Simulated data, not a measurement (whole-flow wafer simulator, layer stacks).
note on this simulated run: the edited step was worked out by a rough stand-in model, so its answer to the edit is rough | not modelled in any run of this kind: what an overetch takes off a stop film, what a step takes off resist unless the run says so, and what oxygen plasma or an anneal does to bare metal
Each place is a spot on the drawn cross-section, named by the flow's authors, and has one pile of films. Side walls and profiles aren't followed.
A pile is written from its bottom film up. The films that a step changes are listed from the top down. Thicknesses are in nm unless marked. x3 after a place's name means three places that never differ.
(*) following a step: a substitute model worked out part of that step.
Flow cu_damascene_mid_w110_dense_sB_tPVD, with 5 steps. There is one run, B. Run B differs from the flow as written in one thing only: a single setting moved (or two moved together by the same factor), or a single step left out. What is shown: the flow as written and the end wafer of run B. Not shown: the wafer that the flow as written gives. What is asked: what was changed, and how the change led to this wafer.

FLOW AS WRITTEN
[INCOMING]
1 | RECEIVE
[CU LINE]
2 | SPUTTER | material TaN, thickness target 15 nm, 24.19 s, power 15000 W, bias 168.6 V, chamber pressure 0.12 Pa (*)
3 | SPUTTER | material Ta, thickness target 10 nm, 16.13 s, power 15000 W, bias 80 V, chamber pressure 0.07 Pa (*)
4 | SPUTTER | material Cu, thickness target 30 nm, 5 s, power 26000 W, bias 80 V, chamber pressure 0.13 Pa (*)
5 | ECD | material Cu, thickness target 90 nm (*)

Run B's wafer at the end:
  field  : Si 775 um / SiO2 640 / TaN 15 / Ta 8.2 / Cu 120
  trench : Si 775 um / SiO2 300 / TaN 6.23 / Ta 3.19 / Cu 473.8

What caused this: step 3, SPUTTER: power 12300 W was run, while the flow as written has power 15000 W.

The path from the change to this, step by step:
  3 | SPUTTER | material Ta, thickness target 10 nm, 16.13 s, power 15000 W, bias 80 V, chamber pressure 0.07 Pa (*)
      field: Ta gains 8.2 (new film) (it would be, as written: Ta gains 10 (new film))
      trench: Ta gains 3.19 (new film) (it would be, as written: Ta gains 4.05 (new film))
